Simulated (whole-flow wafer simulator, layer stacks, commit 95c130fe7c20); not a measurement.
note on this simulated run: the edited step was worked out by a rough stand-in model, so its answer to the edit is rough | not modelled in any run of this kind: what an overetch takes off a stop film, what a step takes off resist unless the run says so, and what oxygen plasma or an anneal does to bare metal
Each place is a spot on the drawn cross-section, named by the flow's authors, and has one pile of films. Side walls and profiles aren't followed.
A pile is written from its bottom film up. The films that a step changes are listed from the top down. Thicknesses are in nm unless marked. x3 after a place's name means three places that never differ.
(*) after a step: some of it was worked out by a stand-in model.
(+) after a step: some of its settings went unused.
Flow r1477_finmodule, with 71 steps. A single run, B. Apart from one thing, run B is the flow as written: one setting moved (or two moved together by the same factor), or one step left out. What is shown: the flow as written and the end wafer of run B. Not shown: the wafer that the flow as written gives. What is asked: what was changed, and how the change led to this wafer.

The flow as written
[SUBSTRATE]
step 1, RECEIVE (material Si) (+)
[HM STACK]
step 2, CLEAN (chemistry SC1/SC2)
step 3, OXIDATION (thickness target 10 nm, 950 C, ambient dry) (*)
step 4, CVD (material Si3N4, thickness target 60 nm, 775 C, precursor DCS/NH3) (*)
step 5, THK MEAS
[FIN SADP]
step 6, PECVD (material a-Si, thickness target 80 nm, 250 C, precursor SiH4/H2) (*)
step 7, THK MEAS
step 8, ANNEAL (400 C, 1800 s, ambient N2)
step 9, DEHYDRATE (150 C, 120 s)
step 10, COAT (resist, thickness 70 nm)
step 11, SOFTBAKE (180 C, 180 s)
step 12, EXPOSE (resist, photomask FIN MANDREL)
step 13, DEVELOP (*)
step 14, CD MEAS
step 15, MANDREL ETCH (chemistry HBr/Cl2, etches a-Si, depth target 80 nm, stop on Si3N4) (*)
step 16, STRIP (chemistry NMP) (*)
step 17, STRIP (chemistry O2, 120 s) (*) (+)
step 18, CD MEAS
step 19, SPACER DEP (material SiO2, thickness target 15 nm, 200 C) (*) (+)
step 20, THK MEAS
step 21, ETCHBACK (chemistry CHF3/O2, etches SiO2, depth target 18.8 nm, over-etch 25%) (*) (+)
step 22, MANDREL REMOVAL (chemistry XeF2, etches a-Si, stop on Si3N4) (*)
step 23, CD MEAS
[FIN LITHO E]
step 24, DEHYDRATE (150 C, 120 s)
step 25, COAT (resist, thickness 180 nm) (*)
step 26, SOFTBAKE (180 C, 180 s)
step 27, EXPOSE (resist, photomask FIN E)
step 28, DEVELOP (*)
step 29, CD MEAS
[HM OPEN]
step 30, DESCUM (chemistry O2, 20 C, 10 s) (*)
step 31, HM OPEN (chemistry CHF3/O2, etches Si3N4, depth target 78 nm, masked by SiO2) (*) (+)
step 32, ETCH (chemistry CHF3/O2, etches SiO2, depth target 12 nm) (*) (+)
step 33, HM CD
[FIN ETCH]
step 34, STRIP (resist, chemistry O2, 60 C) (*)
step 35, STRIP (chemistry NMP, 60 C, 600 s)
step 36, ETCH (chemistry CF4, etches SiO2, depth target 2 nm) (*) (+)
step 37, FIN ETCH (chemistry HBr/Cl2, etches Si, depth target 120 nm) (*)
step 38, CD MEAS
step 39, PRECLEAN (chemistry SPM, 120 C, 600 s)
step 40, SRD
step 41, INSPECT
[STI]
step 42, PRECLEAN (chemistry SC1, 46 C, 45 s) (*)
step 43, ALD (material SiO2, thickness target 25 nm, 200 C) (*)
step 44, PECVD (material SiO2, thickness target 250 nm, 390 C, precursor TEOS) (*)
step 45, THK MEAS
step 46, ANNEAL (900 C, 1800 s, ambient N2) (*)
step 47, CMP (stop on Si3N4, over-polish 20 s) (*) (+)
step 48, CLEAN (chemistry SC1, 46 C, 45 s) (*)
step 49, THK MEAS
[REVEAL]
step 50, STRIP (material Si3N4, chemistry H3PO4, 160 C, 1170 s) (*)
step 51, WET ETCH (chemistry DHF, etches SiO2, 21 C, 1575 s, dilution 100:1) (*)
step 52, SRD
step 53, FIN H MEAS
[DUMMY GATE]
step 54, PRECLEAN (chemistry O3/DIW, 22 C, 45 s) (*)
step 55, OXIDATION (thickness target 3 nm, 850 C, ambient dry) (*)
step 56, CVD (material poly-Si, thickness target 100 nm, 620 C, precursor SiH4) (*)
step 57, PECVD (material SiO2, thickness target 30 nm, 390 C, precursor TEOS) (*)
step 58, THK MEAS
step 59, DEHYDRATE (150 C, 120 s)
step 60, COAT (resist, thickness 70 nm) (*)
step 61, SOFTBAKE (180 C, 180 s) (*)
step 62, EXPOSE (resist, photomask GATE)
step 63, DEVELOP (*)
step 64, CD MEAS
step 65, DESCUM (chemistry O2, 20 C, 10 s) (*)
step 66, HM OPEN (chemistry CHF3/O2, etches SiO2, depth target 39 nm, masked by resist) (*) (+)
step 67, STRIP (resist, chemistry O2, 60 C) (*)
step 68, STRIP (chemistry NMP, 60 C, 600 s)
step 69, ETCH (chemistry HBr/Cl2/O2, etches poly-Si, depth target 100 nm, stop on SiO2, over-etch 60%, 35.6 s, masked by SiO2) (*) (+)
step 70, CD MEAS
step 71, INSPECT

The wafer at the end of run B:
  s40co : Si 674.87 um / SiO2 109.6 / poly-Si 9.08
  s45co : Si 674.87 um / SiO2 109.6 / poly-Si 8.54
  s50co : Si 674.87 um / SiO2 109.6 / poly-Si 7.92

What caused this: step 69, ETCH: depth target 64 nm was run, while the flow as written has depth target 100 nm; step 69, ETCH: 22.8 s was run, where the flow has 35.6 s.

The path from the change to this, step by step:
  step 69, ETCH (chemistry HBr/Cl2/O2, etches poly-Si, depth target 100 nm, stop on SiO2, over-etch 60%, 35.6 s, masked by SiO2) (*) (+)
      s40co: chemical SiO2 loses 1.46 (all of it), poly-Si loses 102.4 (in the flow as written it would be: chemical SiO2 loses 1.46 (all of it), poly-Si loses 111.5 (all of it), SiO2 loses 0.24)
      s45co: chemical SiO2 loses 1.46 (all of it), poly-Si loses 102.4 (in the flow as written it would be: chemical SiO2 loses 1.46 (all of it), poly-Si loses 110.9 (all of it), SiO2 loses 0.25)
      (as well as at 19 more places)
